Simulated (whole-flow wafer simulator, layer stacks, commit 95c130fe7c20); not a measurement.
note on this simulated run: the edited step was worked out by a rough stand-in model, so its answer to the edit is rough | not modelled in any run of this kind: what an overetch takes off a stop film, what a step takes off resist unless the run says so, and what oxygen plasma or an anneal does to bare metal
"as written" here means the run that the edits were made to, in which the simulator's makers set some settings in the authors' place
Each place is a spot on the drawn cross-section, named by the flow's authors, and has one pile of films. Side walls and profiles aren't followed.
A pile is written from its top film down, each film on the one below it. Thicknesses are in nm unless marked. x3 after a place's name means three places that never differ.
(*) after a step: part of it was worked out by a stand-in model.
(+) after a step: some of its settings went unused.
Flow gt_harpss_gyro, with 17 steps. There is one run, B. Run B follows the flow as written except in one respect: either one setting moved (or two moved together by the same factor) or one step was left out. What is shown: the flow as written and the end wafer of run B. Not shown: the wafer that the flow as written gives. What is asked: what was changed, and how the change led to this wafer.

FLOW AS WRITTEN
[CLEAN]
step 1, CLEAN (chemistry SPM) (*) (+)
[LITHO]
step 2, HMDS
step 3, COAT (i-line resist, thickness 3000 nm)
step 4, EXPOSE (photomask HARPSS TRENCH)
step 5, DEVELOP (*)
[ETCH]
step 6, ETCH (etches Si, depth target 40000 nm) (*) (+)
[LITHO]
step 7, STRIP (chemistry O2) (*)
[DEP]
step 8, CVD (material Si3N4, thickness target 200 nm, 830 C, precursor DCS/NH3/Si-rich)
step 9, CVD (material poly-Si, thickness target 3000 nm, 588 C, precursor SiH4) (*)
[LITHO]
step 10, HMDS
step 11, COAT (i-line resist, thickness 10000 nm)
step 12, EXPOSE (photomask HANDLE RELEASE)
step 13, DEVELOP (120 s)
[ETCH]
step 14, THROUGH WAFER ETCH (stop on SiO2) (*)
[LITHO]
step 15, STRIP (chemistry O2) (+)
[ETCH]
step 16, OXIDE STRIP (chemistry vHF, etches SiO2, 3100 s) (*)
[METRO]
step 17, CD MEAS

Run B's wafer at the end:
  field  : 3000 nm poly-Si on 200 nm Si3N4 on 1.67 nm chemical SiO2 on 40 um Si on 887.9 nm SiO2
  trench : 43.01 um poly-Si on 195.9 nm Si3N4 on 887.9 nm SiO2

The reason: step 16, OXIDE STRIP: 1435 s was run, while the flow as written has 3100 s.

Step by step, how the change led to this:
  step 16, OXIDE STRIP (chemistry vHF, etches SiO2, 3100 s) (*)
      field: under 4 films: -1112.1 SiO2 (in the flow as written it would be: under 4 films: -2000 SiO2 (all of it))
      trench: under 2 films: -1112.1 SiO2 (in the flow as written it would be: under 2 films: -2000 SiO2 (all of it))
